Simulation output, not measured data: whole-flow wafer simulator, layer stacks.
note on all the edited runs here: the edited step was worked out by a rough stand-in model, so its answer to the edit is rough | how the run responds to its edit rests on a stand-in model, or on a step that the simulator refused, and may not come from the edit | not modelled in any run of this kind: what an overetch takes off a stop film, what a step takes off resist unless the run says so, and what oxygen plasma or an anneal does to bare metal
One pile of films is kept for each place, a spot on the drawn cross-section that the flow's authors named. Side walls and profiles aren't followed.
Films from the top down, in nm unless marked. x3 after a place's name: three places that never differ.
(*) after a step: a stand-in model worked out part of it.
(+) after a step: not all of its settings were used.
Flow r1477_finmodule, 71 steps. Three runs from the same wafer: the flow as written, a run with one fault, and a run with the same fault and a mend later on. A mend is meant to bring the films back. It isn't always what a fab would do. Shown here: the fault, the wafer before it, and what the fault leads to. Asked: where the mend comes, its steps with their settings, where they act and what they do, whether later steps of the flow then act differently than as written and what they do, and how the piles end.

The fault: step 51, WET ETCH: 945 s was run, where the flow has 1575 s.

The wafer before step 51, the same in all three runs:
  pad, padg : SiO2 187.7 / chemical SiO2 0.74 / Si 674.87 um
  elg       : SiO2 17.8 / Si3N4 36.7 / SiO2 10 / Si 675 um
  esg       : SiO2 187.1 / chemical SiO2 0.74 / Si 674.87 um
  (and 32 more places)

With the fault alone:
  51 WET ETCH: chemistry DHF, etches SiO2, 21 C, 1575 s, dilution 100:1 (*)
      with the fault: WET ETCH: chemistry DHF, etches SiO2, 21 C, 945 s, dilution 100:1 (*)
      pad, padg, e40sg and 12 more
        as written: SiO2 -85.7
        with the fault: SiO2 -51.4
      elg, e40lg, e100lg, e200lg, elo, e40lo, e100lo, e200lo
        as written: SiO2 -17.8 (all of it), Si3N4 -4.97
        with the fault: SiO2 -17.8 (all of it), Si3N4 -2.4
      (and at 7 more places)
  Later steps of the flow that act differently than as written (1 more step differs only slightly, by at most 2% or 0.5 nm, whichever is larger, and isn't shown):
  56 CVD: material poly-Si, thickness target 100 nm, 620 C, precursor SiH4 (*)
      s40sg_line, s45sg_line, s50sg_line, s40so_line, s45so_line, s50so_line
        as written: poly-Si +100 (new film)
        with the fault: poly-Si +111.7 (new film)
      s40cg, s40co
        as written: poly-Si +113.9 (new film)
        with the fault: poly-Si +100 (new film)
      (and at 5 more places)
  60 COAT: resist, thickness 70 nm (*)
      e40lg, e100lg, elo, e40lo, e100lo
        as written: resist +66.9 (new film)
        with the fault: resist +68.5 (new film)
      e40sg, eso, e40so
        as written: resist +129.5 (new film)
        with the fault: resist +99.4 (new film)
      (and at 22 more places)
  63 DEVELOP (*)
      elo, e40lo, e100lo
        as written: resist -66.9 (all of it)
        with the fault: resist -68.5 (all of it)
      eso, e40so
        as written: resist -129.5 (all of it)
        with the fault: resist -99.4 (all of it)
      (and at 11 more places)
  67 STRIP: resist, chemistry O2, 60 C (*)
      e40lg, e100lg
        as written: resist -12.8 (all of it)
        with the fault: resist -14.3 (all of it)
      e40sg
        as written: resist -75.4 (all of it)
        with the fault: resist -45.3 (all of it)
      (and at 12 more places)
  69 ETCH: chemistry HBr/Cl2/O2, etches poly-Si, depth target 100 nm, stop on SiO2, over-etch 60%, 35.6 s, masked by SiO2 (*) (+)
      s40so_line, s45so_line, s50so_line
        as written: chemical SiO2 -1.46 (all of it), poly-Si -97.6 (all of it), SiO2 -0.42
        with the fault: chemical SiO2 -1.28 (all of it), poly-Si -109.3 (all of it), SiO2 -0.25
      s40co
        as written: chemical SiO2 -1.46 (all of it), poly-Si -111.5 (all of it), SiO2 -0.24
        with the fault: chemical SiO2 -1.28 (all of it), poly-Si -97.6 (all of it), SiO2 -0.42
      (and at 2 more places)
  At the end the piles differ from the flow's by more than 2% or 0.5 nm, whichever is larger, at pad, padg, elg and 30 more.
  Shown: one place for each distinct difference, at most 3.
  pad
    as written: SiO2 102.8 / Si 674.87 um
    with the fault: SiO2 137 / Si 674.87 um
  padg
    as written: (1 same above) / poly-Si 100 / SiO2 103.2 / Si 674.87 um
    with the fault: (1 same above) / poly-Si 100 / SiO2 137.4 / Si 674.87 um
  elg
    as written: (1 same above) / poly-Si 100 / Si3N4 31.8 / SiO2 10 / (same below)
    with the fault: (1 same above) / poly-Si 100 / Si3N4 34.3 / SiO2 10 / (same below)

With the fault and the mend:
  The mend comes after step 51.
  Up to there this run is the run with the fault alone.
  51a WET ETCH: chemistry DHF, etches SiO2, 21 C, 630 s, dilution 100:1 (*) (the flow's step 51 once more, with other settings)
      pad, padg, e40sg and 12 more
        SiO2 -34.3
      elg, e40lg, e100lg, e200lg, elo, e40lo, e100lo, e200lo
        Si3N4 -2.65
      esg, s40cg, s45cg, s50cg, s40co, s45co, s50co
        SiO2 -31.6
  No later step of the flow acts differently than as written, at any place that is followed, by more than 2% or 0.5 nm, whichever is larger.
  At the end the piles differ from the flow's only slightly at the places that both follow, by at most 2% or 0.5 nm, whichever is larger.
